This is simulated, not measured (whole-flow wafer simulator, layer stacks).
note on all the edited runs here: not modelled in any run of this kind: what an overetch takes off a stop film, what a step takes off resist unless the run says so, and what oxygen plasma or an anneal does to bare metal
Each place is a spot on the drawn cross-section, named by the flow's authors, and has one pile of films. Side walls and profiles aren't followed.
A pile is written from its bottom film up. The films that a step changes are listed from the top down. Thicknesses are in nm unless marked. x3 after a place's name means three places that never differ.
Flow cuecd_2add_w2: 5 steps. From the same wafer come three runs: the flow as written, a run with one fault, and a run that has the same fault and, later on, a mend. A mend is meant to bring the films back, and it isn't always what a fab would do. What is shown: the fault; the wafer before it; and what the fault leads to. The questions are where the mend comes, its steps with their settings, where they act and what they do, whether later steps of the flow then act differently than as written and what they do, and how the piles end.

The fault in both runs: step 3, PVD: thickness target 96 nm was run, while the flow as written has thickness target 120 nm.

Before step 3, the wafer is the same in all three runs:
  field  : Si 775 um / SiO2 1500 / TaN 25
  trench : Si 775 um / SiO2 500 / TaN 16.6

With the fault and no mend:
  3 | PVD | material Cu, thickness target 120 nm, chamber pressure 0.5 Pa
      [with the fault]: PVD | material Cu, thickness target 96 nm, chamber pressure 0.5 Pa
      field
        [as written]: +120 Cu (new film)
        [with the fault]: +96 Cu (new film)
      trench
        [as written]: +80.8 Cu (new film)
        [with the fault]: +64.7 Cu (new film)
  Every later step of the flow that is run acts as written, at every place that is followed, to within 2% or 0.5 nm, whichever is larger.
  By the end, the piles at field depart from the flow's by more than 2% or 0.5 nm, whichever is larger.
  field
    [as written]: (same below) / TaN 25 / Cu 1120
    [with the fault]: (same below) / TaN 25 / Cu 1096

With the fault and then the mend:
  After step 3 comes the mend.
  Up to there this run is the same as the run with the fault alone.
  3a | PVD | material Cu, thickness target 24 nm, chamber pressure 0.5 Pa (the flow's step 3, run once more with other settings)
      field
        +24 Cu
      trench
        +15.7 Cu
  Every later step of the flow that is run acts as written, at every place that is followed, to within 2% or 0.5 nm, whichever is larger.
  By the end, the piles equal the flow's at every place that both follow.
